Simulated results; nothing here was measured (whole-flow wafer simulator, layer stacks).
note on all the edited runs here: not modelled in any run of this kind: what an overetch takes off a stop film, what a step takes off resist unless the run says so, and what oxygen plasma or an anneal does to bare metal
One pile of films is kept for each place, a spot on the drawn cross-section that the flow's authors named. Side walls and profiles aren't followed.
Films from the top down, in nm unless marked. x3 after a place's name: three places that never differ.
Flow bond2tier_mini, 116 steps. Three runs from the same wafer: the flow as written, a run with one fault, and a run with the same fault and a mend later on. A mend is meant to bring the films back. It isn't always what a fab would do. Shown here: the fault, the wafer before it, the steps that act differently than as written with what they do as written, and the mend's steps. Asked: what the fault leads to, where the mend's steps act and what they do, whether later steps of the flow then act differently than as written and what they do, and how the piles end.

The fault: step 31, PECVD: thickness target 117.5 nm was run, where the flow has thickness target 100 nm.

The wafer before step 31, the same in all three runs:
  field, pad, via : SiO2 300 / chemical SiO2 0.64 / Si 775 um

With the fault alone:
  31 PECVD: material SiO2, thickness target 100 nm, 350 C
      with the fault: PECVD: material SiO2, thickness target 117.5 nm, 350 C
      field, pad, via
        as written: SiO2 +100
        with the fault: SiO2 +117.5
  No later step of the flow acts differently than as written at any place that is followed.
  At the end the piles differ from the flow's by more than 2% or 0.5 nm, whichever is larger, at field, pad.
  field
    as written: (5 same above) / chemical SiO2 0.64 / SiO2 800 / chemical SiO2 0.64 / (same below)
    with the fault: (5 same above) / chemical SiO2 0.64 / SiO2 817.5 / chemical SiO2 0.64 / (same below)
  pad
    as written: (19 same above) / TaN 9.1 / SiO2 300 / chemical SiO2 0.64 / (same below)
    with the fault: (19 same above) / TaN 9.1 / SiO2 317.5 / chemical SiO2 0.64 / (same below)

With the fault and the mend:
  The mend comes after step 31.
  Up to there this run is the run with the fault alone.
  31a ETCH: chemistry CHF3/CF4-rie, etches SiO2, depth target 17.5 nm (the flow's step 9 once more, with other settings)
      field, pad, via
        SiO2 -17.5
  No later step of the flow acts differently than as written at any place that is followed.
  At the end the piles are the same as the flow's at every place that both follow.
